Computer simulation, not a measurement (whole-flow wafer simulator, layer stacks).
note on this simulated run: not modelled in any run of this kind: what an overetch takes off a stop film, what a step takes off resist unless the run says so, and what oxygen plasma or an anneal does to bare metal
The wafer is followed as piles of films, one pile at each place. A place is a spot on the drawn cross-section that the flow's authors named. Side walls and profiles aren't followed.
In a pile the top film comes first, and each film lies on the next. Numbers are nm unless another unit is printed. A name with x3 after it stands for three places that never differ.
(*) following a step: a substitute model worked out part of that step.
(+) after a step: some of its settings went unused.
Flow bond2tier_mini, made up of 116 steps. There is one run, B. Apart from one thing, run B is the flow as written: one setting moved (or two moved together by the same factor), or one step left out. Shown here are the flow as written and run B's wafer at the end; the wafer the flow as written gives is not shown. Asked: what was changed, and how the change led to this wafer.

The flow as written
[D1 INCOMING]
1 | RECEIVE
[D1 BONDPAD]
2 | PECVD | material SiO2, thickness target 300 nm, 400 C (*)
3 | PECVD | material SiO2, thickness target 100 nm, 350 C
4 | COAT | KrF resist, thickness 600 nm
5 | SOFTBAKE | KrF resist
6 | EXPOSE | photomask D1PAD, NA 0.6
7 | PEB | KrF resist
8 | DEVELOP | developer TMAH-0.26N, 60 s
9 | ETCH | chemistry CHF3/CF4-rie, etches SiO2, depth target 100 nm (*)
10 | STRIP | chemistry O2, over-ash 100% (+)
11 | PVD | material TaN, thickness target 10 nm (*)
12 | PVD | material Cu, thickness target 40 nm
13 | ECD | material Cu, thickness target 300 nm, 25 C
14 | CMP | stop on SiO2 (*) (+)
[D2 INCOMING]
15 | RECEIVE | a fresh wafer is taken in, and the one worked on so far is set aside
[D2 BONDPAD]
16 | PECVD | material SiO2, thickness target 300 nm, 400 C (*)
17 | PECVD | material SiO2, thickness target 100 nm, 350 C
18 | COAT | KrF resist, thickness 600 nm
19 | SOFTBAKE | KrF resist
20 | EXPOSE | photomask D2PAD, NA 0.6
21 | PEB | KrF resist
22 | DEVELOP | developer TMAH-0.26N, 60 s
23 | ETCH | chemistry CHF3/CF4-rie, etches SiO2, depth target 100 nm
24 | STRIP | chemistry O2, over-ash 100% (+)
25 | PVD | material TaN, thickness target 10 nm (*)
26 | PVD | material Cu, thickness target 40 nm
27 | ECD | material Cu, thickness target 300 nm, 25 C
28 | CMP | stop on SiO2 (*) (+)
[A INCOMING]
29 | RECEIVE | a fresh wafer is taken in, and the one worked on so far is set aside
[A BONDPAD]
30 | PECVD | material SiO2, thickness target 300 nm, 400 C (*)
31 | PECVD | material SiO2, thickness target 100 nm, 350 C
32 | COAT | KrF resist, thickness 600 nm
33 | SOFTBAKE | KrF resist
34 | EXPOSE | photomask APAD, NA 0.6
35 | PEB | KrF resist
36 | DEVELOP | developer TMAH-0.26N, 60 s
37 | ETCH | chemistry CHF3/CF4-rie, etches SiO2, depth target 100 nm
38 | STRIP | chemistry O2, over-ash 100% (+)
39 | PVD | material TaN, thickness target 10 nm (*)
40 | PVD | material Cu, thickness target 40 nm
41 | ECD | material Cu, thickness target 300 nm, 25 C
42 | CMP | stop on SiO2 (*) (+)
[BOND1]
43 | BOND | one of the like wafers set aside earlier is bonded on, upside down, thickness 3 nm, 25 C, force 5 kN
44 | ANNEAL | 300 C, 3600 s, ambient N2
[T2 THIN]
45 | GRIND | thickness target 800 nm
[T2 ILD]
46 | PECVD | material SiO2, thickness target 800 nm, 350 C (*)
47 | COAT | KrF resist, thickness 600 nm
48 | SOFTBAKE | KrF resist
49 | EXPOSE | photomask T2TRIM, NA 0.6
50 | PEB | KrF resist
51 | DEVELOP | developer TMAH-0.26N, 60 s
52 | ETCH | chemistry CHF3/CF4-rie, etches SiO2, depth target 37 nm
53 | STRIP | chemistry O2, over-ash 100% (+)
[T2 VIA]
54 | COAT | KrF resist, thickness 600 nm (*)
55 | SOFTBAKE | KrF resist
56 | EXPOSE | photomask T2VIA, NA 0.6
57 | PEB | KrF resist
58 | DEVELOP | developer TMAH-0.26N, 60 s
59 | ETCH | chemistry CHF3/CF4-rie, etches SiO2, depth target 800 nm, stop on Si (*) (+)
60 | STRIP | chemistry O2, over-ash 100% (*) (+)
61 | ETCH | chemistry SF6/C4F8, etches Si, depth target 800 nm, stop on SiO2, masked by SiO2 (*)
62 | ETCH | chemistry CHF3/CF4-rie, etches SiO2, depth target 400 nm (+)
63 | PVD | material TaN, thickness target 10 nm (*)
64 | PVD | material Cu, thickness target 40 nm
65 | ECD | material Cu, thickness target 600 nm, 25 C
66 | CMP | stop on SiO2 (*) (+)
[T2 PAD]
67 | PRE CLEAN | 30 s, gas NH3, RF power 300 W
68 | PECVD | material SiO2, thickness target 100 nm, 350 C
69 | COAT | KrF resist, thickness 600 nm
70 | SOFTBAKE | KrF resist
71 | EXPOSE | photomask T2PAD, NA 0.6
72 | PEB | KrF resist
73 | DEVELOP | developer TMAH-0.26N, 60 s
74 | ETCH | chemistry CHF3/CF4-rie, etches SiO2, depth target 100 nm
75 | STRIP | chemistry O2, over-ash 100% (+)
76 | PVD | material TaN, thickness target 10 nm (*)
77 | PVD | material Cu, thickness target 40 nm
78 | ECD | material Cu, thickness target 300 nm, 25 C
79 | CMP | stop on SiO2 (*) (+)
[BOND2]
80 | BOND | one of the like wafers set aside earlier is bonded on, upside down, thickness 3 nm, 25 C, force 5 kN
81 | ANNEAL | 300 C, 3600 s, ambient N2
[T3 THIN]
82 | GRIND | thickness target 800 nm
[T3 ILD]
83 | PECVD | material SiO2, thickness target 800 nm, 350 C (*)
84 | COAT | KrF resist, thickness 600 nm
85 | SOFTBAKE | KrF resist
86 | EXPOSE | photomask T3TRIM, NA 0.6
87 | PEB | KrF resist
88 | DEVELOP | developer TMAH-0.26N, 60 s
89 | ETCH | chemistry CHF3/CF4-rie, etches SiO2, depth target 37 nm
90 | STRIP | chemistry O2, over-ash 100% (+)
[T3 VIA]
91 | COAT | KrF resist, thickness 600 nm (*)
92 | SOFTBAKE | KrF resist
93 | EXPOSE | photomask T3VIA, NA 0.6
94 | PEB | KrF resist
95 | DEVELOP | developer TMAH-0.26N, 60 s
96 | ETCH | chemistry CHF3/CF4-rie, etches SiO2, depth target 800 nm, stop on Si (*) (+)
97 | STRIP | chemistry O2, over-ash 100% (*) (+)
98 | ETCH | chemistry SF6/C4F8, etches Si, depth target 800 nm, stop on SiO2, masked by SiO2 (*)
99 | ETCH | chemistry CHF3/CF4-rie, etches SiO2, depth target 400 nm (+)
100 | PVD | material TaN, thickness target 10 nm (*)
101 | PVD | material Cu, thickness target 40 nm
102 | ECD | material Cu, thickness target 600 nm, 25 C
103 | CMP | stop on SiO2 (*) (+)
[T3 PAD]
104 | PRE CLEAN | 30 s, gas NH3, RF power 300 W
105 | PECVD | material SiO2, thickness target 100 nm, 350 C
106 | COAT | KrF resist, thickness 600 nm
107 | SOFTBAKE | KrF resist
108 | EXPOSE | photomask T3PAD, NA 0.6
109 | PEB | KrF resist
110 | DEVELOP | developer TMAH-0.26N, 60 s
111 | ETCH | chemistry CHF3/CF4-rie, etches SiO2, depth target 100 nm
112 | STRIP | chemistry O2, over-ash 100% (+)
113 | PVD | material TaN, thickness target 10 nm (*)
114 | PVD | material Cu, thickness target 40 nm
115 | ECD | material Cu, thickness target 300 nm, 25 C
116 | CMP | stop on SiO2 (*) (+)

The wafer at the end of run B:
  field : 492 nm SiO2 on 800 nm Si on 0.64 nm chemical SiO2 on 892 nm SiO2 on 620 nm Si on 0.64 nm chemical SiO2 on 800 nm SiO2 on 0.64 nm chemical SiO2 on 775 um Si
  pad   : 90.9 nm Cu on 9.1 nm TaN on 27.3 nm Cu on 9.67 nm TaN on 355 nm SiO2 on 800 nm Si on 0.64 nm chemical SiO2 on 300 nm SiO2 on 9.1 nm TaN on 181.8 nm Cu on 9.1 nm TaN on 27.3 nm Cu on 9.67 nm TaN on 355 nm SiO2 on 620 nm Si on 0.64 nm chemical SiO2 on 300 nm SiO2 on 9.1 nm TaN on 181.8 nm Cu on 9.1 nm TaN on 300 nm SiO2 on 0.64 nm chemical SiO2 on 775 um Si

What caused this: step 45, GRIND: thickness target 620 nm was run, whereas the flow has thickness target 800 nm.
One can read it off the wafer: field has Si 620, and step 45 as written asks for 800 nm.

Step by step, how the change led to this:
  45 | GRIND | thickness target 800 nm
      field, pad, via: -774.38 um Si (in the flow as written it would be: -774.2 um Si)
